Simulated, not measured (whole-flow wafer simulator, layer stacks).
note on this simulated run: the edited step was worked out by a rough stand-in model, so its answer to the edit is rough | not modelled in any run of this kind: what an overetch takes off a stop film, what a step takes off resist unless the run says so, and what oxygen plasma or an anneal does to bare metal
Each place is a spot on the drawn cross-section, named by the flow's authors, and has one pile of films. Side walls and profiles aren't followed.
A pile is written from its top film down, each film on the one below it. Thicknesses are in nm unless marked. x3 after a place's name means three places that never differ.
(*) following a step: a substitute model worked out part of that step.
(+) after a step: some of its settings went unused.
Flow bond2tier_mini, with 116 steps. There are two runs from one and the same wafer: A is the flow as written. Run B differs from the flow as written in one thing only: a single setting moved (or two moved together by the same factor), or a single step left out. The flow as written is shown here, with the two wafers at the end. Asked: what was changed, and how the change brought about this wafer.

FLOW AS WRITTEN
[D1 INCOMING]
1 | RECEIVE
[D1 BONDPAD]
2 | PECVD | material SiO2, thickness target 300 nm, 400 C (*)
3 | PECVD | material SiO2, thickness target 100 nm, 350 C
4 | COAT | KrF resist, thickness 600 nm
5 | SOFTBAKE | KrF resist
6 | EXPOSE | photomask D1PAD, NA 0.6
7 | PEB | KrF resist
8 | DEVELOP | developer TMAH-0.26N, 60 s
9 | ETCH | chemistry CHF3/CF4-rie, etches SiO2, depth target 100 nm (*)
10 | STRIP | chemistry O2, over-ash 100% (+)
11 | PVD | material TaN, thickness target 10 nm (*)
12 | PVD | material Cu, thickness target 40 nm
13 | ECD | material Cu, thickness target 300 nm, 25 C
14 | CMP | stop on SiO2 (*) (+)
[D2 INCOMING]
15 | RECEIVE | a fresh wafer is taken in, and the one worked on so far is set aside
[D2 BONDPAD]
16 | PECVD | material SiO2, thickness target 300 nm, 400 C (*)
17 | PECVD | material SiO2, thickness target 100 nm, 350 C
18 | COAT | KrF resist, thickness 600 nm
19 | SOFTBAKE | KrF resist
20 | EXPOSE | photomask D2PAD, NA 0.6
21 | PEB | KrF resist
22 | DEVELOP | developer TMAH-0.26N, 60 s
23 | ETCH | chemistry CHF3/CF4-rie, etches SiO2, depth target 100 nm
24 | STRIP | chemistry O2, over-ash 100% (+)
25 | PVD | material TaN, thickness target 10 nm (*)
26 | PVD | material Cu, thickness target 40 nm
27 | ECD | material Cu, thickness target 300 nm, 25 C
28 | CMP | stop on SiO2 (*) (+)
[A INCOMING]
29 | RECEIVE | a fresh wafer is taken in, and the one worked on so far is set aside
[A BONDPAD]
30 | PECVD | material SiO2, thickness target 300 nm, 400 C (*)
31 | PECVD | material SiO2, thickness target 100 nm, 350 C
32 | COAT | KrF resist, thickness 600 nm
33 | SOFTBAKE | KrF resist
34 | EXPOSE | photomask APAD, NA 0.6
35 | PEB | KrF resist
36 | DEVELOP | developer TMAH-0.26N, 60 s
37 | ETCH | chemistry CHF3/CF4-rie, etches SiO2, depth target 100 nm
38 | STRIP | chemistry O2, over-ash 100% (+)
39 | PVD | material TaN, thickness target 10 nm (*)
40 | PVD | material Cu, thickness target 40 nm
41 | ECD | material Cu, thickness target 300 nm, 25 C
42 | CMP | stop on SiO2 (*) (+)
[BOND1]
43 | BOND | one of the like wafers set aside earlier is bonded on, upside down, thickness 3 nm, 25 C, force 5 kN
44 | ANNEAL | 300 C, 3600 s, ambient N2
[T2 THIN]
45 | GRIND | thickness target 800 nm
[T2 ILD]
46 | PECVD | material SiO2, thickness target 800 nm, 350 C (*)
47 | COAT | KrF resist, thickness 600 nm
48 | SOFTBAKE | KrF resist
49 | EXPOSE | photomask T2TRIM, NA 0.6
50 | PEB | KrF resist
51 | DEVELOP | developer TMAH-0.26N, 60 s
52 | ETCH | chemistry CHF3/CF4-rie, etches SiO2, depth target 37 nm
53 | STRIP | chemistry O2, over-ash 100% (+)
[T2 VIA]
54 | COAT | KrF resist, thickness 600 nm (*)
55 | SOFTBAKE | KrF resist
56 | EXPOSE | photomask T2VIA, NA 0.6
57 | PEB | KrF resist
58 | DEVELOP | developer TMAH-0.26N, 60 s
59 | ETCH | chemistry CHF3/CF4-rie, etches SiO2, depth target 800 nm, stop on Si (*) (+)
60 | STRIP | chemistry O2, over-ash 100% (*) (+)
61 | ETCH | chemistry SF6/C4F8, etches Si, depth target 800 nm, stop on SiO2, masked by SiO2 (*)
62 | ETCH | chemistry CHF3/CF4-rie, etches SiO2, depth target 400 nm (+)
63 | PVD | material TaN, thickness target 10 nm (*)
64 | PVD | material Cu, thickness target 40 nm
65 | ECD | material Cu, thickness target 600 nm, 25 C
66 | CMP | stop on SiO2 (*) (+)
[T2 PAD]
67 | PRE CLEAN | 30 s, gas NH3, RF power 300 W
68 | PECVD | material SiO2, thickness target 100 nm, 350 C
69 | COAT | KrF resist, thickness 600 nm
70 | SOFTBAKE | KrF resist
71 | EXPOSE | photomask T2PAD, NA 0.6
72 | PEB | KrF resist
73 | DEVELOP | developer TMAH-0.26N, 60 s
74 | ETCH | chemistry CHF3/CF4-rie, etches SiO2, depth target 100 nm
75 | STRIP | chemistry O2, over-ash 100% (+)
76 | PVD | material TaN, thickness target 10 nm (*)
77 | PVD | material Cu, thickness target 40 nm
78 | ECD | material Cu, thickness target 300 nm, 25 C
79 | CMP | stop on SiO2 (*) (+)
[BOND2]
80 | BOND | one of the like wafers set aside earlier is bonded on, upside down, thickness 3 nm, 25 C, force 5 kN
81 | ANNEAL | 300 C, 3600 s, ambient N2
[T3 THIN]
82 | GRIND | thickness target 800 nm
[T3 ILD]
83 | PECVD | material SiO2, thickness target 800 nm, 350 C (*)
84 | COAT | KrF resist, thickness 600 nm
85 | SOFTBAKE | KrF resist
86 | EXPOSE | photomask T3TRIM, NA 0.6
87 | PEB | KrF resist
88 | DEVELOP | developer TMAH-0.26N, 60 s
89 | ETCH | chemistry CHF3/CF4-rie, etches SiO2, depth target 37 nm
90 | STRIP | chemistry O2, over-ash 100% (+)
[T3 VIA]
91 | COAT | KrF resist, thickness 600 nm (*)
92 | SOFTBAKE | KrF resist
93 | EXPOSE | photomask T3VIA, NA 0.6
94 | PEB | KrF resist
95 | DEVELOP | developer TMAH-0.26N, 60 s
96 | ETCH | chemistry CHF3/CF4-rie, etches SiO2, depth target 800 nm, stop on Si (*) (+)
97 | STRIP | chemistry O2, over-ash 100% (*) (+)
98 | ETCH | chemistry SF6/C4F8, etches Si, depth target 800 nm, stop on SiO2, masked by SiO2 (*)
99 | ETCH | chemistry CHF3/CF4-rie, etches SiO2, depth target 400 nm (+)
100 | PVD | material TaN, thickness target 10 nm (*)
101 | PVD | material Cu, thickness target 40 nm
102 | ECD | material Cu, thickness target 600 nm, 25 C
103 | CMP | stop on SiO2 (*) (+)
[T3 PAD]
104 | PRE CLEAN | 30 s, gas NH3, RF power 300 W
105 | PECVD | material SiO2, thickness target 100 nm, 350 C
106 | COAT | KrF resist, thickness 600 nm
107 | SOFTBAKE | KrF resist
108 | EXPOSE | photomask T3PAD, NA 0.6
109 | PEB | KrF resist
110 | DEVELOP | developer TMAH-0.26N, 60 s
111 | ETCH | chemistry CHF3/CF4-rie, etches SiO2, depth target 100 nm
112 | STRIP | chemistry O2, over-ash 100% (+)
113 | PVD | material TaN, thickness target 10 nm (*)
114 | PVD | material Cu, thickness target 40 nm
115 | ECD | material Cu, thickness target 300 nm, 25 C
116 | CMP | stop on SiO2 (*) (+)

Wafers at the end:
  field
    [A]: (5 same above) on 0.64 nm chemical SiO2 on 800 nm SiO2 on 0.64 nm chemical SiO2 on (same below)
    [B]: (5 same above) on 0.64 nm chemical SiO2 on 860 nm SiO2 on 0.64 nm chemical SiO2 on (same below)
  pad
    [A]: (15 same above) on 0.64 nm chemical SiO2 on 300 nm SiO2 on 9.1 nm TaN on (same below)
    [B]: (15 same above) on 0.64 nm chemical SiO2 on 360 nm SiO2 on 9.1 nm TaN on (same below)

The reason: step 2, PECVD: thickness target 360 nm was run, though the flow has thickness target 300 nm.
The wafer lets one read it off: pad has SiO2 360, and step 2 as written asks for 300 nm.

How this came from the change, step by step:
  2 | PECVD | material SiO2, thickness target 300 nm, 400 C (*)
      field, pad, via: A SiO2 gains 300 (new film) | B SiO2 gains 360 (new film)
  43 | BOND | one of the like wafers set aside earlier is bonded on, upside down, thickness 3 nm, 25 C, force 5 kN
      field: A Si gains 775 um (new film), chemical SiO2 gains 0.64 (new film), SiO2 gains 400 | B Si gains 775 um (new film), chemical SiO2 gains 0.64 (new film), SiO2 gains 460
      pad: A Si gains 775 um (new film), chemical SiO2 gains 0.64 (new film), SiO2 gains 300 (new film), TaN gains 9.1 (new film), Cu gains 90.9 | B Si gains 775 um (new film), chemical SiO2 gains 0.64 (new film), SiO2 gains 360 (new film), TaN gains 9.1 (new film), Cu gains 90.9
      (also at 1 further place)
